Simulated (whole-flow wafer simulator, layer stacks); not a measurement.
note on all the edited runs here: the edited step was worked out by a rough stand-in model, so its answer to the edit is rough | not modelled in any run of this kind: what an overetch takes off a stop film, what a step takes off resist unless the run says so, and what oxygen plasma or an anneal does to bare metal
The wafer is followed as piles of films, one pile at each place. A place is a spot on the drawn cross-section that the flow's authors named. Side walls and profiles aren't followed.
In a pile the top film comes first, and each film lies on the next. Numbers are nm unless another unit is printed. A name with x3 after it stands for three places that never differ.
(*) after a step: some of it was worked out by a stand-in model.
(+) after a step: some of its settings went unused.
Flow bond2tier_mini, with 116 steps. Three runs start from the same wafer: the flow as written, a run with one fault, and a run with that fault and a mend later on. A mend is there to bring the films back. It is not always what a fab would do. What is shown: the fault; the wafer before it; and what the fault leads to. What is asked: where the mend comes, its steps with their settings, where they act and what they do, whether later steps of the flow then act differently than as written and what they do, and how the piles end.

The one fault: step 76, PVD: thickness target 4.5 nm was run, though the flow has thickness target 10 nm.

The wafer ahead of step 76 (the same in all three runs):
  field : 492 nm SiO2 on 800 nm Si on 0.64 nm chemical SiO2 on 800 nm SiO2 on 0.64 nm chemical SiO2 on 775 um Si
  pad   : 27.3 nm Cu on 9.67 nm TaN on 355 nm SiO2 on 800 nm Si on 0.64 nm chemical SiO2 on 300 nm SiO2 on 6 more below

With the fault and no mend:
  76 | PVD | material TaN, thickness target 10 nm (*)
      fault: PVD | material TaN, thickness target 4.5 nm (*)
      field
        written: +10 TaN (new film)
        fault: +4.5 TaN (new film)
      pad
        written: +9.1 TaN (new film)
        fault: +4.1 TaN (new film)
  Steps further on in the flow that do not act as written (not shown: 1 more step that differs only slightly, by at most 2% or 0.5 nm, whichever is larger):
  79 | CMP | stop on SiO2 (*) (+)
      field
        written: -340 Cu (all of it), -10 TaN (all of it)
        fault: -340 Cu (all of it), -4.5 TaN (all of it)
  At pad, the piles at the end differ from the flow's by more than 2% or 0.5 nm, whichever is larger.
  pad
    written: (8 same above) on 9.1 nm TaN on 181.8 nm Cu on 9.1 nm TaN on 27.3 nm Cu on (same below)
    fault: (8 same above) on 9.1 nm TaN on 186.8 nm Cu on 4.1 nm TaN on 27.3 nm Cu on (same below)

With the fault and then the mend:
  The mend stands after step 76.
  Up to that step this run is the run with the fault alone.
  76a | PVD | material TaN, thickness target 5.5 nm (*) (a further turn of the flow's step 76, with different settings)
      field
        +5.5 TaN
      pad
        +5 TaN
  Every later step of the flow that is run acts as written at every place that is followed.
  The piles end the same as the flow's at every place that both follow.
